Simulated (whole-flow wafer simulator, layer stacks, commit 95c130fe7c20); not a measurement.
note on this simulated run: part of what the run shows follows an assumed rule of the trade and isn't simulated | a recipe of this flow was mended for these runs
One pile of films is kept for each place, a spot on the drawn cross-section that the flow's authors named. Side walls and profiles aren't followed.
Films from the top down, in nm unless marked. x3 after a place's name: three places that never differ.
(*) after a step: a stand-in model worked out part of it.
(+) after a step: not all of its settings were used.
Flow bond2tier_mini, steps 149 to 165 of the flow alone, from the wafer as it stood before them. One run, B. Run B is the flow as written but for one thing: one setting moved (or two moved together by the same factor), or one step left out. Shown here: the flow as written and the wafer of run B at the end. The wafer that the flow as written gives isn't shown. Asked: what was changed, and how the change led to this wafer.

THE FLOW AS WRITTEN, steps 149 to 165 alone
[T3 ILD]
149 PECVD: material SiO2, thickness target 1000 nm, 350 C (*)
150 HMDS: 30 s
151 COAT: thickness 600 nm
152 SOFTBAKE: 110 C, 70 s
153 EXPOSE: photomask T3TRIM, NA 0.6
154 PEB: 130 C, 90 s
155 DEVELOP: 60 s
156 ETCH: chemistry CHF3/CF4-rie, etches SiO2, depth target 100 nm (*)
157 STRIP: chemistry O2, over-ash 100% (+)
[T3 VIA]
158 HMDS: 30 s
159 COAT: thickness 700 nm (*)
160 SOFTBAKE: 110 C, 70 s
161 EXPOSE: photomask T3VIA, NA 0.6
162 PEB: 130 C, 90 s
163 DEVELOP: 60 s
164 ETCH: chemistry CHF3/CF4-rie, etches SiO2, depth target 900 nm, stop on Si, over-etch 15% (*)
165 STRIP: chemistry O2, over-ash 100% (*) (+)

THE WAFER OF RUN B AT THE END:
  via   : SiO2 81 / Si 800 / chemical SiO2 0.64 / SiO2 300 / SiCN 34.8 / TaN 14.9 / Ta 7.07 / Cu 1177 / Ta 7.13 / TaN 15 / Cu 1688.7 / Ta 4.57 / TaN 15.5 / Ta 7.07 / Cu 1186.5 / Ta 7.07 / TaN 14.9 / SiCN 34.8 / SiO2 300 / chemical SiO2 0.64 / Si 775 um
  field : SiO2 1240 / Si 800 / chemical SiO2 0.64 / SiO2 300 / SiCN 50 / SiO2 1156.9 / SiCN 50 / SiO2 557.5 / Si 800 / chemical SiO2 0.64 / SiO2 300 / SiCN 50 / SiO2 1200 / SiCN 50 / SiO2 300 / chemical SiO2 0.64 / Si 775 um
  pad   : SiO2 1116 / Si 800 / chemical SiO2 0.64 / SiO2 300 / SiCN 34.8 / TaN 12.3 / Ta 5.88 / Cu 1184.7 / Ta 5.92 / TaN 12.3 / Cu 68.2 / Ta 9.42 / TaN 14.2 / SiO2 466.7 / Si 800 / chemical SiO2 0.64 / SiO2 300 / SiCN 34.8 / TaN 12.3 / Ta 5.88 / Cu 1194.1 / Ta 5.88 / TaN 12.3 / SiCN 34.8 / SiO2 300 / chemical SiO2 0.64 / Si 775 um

The cause: step 149, PECVD: thickness target 1240 nm was run, where the flow has thickness target 1000 nm; step 156, ETCH: depth target 124 nm was run, where the flow has depth target 100 nm.
It can be read off the wafer: field has SiO2 1240, and step 149 as written asks for 1000 nm.

How the change led to this, step by step:
  149 PECVD: material SiO2, thickness target 1000 nm, 350 C (*)
      field, pad, via: SiO2 +1240 (new film) (as written it would be: SiO2 +1000 (new film))
  156 ETCH: chemistry CHF3/CF4-rie, etches SiO2, depth target 100 nm (*)
      pad, via: SiO2 -124 (as written it would be: SiO2 -100)
      field: thick-KrF-resist -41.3 (as written it would be: thick-KrF-resist -33.3)
  164 ETCH: chemistry CHF3/CF4-rie, etches SiO2, depth target 900 nm, stop on Si, over-etch 15% (*)
      via: SiO2 -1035 (as written it would be: SiO2 -900 (all of it), Si -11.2)
  165 STRIP: chemistry O2, over-ash 100% (*) (+)
      field: thick-KrF-resist -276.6 (all of it) (as written it would be: thick-KrF-resist -286.6 (all of it))
      pad: thick-KrF-resist -383.4 (all of it) (as written it would be: thick-KrF-resist -372.9 (all of it))
